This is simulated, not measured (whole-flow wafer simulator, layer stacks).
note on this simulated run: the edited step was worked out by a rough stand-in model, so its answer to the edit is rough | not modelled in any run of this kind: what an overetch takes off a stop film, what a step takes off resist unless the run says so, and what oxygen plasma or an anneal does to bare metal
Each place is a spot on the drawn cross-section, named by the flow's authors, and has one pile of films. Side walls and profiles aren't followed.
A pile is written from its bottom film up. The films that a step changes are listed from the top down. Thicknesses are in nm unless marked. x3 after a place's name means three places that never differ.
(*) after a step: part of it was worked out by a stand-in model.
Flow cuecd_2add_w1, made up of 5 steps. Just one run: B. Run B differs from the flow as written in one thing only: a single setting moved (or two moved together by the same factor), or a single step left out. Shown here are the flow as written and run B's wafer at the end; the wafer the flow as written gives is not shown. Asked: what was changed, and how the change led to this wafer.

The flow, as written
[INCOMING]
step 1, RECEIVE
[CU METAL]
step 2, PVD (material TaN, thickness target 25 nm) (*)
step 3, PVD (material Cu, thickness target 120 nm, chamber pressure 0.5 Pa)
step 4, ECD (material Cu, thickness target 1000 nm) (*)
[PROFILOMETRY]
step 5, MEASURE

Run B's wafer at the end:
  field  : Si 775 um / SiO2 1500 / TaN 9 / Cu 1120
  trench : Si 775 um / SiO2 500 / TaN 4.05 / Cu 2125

Cause: step 2, PVD: thickness target 9 nm was run, though the flow has thickness target 25 nm.
The wafer itself shows it: field has TaN 9, and step 2 as written asks for 25 nm.

Step by step, how the change led to this:
  step 2, PVD (material TaN, thickness target 25 nm) (*)
      field: TaN gains 9 (new film) (as written it would have been: TaN gains 25 (new film))
      trench: TaN gains 4.05 (new film) (as written it would have been: TaN gains 11.2 (new film))
